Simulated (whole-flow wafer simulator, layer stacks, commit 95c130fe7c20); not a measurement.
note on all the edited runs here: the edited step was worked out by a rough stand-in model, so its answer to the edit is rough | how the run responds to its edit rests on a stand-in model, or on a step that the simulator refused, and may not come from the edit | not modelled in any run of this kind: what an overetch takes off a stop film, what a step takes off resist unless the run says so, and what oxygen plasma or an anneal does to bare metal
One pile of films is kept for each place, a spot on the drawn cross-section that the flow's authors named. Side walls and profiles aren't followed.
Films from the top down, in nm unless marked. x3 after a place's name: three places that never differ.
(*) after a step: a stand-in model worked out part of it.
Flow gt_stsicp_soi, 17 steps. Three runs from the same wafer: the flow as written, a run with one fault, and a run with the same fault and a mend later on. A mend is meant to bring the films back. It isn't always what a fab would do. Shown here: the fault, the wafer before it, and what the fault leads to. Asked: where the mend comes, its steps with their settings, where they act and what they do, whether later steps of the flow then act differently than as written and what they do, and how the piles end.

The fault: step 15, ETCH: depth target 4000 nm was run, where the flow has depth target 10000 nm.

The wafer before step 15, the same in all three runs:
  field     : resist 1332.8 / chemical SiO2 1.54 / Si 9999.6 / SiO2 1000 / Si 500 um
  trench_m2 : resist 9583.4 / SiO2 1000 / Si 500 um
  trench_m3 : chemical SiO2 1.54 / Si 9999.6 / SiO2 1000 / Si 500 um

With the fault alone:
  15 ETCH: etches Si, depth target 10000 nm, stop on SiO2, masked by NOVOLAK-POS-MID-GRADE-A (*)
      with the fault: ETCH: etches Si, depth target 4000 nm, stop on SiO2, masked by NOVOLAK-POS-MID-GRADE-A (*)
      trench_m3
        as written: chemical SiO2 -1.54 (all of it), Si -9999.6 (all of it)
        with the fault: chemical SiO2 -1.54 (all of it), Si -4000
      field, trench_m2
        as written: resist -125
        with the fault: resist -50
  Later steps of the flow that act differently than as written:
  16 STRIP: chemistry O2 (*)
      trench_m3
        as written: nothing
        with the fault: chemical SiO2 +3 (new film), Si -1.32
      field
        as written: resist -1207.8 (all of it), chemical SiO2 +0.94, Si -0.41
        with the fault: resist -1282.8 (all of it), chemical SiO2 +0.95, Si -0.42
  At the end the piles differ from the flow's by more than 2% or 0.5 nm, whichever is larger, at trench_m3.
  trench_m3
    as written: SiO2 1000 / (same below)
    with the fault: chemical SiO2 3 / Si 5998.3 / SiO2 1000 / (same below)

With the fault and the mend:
  The mend comes after step 15.
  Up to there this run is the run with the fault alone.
  15a ETCH: etches Si, depth target 6000 nm, stop on SiO2, masked by NOVOLAK-POS-MID-GRADE-A (*) (the flow's step 15 once more, with other settings)
      field, trench_m2
        resist -75
      trench_m3
        Si -5999.6 (all of it)
  No later step of the flow acts differently than as written at any place that is followed.
  At the end the piles are the same as the flow's at every place that both follow.
